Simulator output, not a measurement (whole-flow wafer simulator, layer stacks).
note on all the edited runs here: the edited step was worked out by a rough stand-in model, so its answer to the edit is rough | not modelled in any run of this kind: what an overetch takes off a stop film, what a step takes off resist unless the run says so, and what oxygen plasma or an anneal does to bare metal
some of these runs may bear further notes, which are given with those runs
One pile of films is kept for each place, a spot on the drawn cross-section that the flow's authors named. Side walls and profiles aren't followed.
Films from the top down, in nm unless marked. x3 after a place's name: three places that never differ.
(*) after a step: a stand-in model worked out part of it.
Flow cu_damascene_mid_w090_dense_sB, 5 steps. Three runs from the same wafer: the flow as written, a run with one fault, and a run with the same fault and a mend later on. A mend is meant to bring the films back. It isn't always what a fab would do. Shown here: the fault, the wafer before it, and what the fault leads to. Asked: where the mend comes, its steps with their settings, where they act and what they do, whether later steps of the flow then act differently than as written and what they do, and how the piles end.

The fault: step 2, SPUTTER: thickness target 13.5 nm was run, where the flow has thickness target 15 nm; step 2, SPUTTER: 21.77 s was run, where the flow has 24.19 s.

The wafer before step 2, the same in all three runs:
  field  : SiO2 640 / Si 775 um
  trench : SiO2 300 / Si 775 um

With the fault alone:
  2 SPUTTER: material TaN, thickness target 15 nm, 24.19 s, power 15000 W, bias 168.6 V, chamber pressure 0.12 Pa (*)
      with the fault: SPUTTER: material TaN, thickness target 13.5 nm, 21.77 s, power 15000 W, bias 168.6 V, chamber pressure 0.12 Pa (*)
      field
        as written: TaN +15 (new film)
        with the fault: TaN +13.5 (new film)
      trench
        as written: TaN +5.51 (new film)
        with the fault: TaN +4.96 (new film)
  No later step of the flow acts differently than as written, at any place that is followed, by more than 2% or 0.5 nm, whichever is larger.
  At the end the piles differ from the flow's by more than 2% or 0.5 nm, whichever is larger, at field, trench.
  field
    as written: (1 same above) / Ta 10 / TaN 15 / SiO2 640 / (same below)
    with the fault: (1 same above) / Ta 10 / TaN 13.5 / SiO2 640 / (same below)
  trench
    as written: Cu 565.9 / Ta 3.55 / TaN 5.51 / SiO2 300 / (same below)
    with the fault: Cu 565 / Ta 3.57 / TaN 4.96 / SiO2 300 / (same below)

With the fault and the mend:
  The mend comes after step 2.
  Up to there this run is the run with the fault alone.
  2a SPUTTER: material TaN, thickness target 1.5 nm, 2.419 s, power 15000 W, bias 168.6 V, chamber pressure 0.12 Pa (*) (the flow's step 2 once more, with other settings)
      field
        TaN +1.5
      trench
        TaN +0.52
  No later step of the flow acts differently than as written at any place that is followed.
  At the end the piles differ from the flow's only slightly at the places that both follow, by at most 2% or 0.5 nm, whichever is larger.
